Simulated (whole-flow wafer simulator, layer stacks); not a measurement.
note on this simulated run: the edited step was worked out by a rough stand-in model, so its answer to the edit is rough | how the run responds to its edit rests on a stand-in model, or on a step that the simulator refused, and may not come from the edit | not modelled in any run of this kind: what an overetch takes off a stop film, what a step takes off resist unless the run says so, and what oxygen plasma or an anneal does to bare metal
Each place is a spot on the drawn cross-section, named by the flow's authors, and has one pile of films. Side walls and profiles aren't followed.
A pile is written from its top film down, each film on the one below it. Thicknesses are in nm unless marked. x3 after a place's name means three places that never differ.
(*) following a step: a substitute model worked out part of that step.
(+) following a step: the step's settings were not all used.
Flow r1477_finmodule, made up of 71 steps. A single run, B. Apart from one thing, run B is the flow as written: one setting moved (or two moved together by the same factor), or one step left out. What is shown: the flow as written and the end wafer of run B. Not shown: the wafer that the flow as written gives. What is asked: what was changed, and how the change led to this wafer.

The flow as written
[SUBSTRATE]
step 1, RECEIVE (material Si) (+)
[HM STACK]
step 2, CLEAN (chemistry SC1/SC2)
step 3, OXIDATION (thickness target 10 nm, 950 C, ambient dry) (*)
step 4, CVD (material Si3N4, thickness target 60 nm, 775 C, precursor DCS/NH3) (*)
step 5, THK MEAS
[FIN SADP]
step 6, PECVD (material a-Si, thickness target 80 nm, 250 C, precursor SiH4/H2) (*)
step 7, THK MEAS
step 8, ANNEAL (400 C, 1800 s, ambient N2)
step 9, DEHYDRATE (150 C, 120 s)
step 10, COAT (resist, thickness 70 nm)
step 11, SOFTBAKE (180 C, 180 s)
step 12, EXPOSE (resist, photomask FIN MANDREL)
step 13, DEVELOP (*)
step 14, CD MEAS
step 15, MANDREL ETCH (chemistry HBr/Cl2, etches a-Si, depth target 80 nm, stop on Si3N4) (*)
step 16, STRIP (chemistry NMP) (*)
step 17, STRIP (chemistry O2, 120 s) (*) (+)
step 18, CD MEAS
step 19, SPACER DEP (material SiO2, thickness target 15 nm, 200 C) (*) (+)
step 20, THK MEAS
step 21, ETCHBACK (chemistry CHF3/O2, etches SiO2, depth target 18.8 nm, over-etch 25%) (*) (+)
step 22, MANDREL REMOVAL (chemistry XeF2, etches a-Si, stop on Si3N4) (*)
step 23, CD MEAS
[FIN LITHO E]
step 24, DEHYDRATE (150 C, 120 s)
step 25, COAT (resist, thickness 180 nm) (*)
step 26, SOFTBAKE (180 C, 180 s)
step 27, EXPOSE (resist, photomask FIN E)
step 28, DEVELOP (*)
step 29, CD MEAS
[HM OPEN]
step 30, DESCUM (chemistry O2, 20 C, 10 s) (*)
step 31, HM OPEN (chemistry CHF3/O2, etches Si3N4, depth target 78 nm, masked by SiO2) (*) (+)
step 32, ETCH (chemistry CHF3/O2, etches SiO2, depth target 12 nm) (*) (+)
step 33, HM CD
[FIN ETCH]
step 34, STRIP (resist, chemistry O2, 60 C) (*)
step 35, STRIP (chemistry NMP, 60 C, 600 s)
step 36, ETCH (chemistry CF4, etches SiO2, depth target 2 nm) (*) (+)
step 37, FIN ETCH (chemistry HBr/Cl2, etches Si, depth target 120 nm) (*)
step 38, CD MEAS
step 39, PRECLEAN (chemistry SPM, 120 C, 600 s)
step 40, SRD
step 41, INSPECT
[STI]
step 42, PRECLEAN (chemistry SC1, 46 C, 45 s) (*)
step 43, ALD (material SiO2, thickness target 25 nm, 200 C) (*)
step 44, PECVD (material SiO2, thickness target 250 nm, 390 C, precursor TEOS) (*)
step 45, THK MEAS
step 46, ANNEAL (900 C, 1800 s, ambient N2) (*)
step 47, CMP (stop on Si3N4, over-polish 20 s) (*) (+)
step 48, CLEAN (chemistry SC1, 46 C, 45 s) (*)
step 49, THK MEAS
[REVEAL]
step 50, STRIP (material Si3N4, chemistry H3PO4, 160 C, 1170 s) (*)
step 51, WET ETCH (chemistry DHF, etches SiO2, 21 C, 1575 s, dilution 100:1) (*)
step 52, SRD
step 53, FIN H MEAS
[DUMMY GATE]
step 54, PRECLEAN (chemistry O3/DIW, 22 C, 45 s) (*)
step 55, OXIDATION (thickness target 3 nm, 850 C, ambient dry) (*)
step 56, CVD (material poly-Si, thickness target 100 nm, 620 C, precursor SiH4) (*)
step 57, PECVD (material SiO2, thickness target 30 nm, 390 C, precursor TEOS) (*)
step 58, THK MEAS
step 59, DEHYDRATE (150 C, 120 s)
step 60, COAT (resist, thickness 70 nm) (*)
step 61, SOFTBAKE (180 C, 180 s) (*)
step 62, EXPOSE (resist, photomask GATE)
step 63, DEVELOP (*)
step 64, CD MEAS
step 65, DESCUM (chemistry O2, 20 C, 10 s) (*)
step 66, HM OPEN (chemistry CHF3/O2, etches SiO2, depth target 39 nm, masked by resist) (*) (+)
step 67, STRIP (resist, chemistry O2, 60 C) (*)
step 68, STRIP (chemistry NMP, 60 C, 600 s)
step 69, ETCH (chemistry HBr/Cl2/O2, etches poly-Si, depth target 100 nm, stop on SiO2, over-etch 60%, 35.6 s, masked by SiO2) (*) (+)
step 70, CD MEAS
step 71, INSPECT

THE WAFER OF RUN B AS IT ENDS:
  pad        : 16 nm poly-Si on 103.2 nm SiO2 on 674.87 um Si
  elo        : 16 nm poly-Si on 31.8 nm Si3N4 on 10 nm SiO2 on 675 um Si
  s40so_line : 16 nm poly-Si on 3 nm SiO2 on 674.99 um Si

What caused this: step 57, PECVD: thickness target 42.8 nm was run, whereas the flow has thickness target 30 nm.

The path from the change to this, step by step:
  step 57, PECVD (material SiO2, thickness target 30 nm, 390 C, precursor TEOS) (*)
      pad, padg, elg and 33 more: SiO2 gains 42.8 (new film) (in the flow as written it would be: SiO2 gains 30 (new film))
  step 66, HM OPEN (chemistry CHF3/O2, etches SiO2, depth target 39 nm, masked by resist) (*) (+)
      pad, elo, eso and 15 more: SiO2 loses 39 (in the flow as written it would be: SiO2 loses 30 (all of it), poly-Si loses 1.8)
  step 67, STRIP (resist, chemistry O2, 60 C) (*)
      pad, elo, eso and 15 more: nothing (in the flow as written it would be: chemical SiO2 gains 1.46 (new film), poly-Si loses 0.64)
  step 69, ETCH (chemistry HBr/Cl2/O2, etches poly-Si, depth target 100 nm, stop on SiO2, over-etch 60%, 35.6 s, masked by SiO2) (*) (+)
      pad, eso, e40so and 8 more: SiO2 loses 3.8 (all of it), poly-Si loses 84 (in the flow as written it would be: chemical SiO2 loses 1.46 (all of it), poly-Si loses 97.6 (all of it), SiO2 loses 0.42)
      elo, e40lo, e100lo, e200lo: SiO2 loses 3.8 (all of it), poly-Si loses 84 (in the flow as written it would be: chemical SiO2 loses 1.46 (all of it), poly-Si loses 97.6 (all of it), Si3N4 loses 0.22)
      (and at 3 other places as well)
